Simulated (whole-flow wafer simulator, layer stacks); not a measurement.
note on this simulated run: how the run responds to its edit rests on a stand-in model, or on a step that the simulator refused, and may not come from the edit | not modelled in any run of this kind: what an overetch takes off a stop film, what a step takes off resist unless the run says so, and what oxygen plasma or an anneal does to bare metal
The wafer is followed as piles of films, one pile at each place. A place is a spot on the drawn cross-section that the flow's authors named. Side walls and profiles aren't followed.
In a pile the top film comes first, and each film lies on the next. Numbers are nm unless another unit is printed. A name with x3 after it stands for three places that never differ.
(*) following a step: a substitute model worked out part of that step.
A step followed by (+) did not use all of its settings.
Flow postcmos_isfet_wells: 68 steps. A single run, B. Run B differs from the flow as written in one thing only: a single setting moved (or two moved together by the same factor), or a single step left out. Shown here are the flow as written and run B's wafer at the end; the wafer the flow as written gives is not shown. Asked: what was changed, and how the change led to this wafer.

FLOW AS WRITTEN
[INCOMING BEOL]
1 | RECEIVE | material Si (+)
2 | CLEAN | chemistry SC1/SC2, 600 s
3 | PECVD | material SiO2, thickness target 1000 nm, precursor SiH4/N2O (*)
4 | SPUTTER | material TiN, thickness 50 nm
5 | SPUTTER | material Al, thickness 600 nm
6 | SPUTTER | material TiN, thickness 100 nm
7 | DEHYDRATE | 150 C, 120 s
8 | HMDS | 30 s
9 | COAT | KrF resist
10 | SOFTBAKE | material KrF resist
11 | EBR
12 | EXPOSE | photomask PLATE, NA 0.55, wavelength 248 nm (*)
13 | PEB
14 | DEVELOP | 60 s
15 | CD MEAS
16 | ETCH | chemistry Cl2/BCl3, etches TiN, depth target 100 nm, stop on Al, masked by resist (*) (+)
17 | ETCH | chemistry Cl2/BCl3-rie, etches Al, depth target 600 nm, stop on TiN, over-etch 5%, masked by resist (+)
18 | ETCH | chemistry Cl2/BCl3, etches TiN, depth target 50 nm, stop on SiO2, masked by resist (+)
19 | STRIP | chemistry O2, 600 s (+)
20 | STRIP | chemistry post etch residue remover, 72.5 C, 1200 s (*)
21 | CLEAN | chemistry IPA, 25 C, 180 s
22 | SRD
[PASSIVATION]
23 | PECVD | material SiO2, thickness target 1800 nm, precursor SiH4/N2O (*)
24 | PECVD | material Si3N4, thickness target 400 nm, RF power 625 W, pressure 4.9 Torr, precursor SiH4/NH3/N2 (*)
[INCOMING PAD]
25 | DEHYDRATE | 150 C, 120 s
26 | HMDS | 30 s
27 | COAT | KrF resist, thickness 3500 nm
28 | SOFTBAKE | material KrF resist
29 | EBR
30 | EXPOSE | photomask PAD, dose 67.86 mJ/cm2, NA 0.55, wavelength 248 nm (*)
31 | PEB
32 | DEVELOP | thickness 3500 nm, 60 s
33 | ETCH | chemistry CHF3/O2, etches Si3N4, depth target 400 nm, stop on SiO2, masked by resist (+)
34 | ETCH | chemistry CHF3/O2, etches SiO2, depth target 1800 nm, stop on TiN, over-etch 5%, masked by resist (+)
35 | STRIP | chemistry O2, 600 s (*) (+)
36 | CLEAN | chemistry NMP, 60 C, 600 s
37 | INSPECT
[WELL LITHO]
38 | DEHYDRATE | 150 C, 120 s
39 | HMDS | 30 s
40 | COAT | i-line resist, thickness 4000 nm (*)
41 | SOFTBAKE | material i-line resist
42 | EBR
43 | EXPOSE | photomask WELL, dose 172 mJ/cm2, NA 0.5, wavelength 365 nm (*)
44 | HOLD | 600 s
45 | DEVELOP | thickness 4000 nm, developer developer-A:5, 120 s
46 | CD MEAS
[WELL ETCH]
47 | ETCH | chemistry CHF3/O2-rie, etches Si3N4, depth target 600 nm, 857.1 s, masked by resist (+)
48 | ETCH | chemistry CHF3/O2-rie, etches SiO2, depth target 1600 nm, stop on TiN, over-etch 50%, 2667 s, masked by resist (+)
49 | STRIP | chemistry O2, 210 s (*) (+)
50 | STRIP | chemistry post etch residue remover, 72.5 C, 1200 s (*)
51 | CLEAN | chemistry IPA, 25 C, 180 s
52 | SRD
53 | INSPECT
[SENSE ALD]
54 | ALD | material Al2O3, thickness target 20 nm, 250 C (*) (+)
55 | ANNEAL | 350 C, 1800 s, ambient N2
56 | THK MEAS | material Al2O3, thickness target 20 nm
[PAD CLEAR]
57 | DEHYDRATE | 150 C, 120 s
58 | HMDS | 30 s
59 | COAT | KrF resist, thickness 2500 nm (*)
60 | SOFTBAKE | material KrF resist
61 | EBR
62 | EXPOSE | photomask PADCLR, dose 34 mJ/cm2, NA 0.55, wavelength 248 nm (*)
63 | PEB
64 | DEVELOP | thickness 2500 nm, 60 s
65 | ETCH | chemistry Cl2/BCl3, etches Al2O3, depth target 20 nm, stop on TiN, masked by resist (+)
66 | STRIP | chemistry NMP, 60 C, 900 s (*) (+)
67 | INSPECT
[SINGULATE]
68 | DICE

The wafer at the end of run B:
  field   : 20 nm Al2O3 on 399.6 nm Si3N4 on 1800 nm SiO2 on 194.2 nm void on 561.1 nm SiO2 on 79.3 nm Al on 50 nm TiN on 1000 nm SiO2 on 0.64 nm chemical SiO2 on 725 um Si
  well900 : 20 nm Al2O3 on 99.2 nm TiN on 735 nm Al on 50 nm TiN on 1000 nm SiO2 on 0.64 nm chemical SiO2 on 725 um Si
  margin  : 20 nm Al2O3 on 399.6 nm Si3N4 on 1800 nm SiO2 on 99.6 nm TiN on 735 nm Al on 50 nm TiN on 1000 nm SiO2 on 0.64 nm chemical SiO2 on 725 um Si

The reason: step 5, SPUTTER: thickness 735 nm was run, whereas the flow has thickness 600 nm.
The wafer itself shows it: well900 has Al 735, and step 5 as written asks for 600 nm.

The path from the change to this, step by step:
  5 | SPUTTER | material Al, thickness 600 nm
      field, margin, well900, well1300 x3, pad_rim, pad_clr, pad_open: Al gains 735 (new film) (it would be, as written: Al gains 600 (new film))
  17 | ETCH | chemistry Cl2/BCl3-rie, etches Al, depth target 600 nm, stop on TiN, over-etch 5%, masked by resist (+)
      field: Al loses 600 (it would be, as written: Al loses 600 (all of it))
  18 | ETCH | chemistry Cl2/BCl3, etches TiN, depth target 50 nm, stop on SiO2, masked by resist (+)
      field: Al loses 50 (it would be, as written: TiN loses 50 (all of it))
  20 | STRIP | chemistry post etch residue remover, 72.5 C, 1200 s (*)
      field: Al loses 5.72 (it would be, as written: nothing)
  23 | PECVD | material SiO2, thickness target 1800 nm, precursor SiH4/N2O (*)
      field: SiO2 gains 1800 (new film), void gains 194.2 (new film), SiO2 gains 561.1 (new film) (it would be, as written: SiO2 gains 1800 (new film), void gains 189.9 (new film), SiO2 gains 559.7)
If metal films that touch count as one body, field has 1 body; the flow as written gives 0 bodies.
